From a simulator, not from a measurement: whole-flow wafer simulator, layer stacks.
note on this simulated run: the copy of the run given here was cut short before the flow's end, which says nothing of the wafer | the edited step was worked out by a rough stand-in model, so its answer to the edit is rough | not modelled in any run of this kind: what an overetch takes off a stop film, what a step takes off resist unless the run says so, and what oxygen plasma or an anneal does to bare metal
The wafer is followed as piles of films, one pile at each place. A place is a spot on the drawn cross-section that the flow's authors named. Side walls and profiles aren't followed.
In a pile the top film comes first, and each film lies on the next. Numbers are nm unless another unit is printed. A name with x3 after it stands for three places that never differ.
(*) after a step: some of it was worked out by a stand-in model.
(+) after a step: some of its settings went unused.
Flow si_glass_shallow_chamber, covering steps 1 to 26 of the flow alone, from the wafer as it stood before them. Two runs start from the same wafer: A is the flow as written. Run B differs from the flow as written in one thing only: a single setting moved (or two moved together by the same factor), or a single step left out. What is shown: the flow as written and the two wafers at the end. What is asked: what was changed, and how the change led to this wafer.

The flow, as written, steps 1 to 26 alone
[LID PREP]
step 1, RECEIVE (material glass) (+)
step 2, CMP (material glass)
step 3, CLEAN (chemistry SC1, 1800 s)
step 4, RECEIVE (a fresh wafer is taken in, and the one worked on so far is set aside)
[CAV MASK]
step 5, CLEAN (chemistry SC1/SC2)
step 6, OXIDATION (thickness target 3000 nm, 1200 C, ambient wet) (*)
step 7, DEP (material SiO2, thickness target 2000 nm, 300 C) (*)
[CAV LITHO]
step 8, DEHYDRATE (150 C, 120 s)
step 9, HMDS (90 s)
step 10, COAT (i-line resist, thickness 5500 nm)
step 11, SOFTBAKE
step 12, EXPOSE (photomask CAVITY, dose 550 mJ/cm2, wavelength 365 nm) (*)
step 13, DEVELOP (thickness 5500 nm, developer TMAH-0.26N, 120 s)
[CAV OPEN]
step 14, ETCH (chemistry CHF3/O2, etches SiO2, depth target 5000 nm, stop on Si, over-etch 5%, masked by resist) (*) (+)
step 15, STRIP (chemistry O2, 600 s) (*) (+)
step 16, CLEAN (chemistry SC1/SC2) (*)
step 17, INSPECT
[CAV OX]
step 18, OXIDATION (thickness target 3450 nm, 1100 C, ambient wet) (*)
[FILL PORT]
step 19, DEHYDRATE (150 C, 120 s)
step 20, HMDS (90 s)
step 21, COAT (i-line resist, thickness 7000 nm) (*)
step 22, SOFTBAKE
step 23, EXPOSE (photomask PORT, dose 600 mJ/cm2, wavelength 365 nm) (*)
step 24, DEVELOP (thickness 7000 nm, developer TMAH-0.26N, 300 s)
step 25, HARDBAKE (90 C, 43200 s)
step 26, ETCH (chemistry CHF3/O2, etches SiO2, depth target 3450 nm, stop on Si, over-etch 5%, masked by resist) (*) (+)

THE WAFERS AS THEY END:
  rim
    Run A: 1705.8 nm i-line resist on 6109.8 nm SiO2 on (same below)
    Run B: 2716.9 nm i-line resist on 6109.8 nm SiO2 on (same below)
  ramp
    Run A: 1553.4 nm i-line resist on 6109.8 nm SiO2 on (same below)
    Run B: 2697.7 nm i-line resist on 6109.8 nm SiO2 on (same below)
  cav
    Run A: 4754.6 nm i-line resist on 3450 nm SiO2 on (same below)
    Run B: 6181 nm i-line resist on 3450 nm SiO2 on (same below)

What caused this: step 21, COAT: thickness 8400 nm was run, though the flow has thickness 7000 nm.

How this came from the change, step by step:
  step 21, COAT (i-line resist, thickness 7000 nm) (*)
      rim: A i-line resist gains 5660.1 (new film) | B i-line resist gains 7014.2 (new film)
      ramp: A i-line resist gains 5087.8 (new film) | B i-line resist gains 6432.4 (new film)
      (and at 4 other places as well)
  step 22, SOFTBAKE
      rim: A i-line resist loses 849 | B i-line resist loses 1150.9
      ramp: A i-line resist loses 434.5 | B i-line resist loses 589.1
      (and at 4 other places as well)
  step 24, DEVELOP (thickness 7000 nm, developer TMAH-0.26N, 300 s)
      port: A i-line resist loses 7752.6 (all of it) | B i-line resist loses 9501.3 (all of it)
  step 25, HARDBAKE (90 C, 43200 s)
      rim: A i-line resist loses 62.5 | B i-line resist loses 103.6
      ramp: A i-line resist loses 57.1 | B i-line resist loses 102.8
      (and at 3 other places as well)
